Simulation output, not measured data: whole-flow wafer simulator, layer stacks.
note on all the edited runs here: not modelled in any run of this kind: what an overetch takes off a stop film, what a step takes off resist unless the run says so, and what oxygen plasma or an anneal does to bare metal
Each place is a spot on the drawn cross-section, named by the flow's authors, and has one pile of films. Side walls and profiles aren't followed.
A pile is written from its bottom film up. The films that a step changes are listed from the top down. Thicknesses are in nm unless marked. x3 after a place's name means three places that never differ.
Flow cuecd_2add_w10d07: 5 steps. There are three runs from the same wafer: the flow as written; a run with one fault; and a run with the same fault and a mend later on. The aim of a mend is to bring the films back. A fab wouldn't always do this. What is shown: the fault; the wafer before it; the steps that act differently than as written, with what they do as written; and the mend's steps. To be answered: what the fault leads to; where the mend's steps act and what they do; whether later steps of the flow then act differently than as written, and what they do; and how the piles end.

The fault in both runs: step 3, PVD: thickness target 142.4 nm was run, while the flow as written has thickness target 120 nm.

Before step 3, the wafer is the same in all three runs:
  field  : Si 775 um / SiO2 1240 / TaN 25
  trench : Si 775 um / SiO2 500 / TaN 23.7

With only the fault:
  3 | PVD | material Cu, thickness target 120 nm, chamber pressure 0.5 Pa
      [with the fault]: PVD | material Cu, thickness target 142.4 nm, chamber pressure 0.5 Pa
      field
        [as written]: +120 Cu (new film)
        [with the fault]: +142.4 Cu (new film)
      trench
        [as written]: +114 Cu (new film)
        [with the fault]: +135.4 Cu (new film)
  Later steps of the flow that are run all act as written at every place that is followed.
  The piles end only slightly different from the flow's at the places that both follow, by no more than 2% or 0.5 nm, whichever is larger.

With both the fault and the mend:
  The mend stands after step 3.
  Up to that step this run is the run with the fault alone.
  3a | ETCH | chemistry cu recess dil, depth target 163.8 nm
      field
        -142.4 Cu (all of it)
      trench
        -135.4 Cu (all of it)
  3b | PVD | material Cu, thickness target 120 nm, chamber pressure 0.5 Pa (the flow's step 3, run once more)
      field
        +120 Cu (new film)
      trench
        +114 Cu (new film)
  Later steps of the flow that are run all act as written at every place that is followed.
  At every place that both follow, the piles at the end match the flow's.
